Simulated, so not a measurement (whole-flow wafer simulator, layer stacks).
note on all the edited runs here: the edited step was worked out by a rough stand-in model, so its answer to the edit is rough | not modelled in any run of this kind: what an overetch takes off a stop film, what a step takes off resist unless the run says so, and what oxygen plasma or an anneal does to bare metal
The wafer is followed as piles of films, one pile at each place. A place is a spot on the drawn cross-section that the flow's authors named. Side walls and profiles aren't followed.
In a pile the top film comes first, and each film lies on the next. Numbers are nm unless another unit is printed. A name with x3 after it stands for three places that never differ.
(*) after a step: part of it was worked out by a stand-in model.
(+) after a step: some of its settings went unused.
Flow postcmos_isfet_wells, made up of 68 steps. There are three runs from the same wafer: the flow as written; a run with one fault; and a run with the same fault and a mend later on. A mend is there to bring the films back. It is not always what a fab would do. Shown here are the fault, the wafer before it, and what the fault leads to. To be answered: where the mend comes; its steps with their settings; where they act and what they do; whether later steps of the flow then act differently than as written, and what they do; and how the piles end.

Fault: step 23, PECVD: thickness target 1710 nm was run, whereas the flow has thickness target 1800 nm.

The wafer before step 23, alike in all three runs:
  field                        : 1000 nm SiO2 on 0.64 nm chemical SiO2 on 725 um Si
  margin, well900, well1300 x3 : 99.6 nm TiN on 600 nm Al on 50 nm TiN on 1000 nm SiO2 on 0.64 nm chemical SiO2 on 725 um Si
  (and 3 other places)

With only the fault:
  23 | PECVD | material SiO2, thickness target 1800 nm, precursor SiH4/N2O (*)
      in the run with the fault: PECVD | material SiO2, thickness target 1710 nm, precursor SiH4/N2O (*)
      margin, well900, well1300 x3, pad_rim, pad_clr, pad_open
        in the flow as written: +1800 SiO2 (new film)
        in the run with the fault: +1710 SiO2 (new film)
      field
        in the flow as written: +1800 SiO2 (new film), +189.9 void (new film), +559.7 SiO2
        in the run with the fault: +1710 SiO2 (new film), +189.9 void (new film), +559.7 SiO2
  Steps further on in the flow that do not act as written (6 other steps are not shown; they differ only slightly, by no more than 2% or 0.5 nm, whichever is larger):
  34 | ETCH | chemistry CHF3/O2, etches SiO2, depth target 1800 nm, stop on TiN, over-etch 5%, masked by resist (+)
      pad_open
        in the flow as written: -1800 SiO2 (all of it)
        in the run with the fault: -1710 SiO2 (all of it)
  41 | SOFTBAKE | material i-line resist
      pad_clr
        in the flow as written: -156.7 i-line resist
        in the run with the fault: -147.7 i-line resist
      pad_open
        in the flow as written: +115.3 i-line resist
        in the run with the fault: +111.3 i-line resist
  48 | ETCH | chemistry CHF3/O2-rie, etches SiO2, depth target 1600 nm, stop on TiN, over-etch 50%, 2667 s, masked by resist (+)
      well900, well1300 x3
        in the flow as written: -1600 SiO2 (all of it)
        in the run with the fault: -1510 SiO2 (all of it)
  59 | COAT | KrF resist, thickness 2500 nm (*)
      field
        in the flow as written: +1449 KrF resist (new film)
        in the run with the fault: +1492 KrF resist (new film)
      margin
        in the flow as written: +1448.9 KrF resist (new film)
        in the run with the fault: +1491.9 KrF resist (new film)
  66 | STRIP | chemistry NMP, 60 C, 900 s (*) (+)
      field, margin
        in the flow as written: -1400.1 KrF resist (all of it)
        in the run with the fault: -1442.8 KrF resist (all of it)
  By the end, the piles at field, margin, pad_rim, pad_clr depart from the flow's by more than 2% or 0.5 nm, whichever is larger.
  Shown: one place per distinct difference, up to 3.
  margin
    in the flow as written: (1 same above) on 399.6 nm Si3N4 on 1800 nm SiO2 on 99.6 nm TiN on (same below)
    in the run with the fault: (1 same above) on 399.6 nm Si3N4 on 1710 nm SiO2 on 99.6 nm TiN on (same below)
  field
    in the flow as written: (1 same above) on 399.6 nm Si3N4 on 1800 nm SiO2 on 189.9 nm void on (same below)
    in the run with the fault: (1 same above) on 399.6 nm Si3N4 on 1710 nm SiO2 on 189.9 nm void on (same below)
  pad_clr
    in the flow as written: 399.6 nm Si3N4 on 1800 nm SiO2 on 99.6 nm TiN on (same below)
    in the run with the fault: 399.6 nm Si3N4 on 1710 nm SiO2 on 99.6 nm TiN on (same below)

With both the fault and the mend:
  The mend follows step 23.
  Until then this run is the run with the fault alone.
  23a | PECVD | material SiO2, thickness target 90 nm, precursor SiH4/N2O (*) (the flow's step 23 again, with other settings)
      field, margin, well900, well1300 x3, pad_rim, pad_clr, pad_open
        +90 SiO2
  Later steps of the flow that are run all act as written at every place that is followed.
  By the end, the piles equal the flow's at every place that both follow.
